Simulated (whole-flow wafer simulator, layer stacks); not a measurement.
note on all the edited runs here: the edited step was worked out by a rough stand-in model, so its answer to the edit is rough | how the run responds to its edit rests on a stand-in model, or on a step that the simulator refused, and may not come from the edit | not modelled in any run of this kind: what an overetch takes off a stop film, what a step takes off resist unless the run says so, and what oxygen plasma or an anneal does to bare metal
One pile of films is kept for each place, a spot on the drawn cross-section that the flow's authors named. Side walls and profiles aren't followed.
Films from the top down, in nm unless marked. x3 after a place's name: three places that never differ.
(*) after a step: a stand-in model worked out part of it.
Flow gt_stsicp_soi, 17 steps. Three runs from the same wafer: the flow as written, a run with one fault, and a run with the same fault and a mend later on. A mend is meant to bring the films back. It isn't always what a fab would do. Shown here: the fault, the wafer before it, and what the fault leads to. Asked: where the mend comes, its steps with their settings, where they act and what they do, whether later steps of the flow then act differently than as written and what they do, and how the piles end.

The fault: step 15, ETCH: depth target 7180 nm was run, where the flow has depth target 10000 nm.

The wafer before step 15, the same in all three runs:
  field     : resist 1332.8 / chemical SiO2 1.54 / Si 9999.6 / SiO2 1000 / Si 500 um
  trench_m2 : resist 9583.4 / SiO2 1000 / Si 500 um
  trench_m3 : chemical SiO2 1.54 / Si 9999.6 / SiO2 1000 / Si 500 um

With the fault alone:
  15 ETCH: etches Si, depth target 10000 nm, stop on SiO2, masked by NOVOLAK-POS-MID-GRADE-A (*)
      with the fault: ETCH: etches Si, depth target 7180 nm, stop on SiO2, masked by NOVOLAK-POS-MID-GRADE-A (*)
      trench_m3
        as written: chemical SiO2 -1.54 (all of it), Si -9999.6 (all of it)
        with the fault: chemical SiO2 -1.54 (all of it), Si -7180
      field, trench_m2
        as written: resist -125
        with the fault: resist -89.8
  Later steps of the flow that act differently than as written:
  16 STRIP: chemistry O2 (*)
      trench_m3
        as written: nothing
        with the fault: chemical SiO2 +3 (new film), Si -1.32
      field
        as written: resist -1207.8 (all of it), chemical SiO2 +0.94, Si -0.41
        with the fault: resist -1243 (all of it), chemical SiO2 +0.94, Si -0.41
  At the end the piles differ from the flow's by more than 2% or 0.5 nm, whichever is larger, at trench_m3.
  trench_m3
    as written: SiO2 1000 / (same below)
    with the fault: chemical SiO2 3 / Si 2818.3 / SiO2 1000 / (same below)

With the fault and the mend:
  The mend comes after step 15.
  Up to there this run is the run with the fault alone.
  15a ETCH: etches Si, depth target 2820 nm, stop on SiO2, masked by NOVOLAK-POS-MID-GRADE-A (*) (the flow's step 15 once more, with other settings)
      field, trench_m2
        resist -35.2
      trench_m3
        Si -2819.6 (all of it)
  No later step of the flow acts differently than as written at any place that is followed.
  At the end the piles are the same as the flow's at every place that both follow.
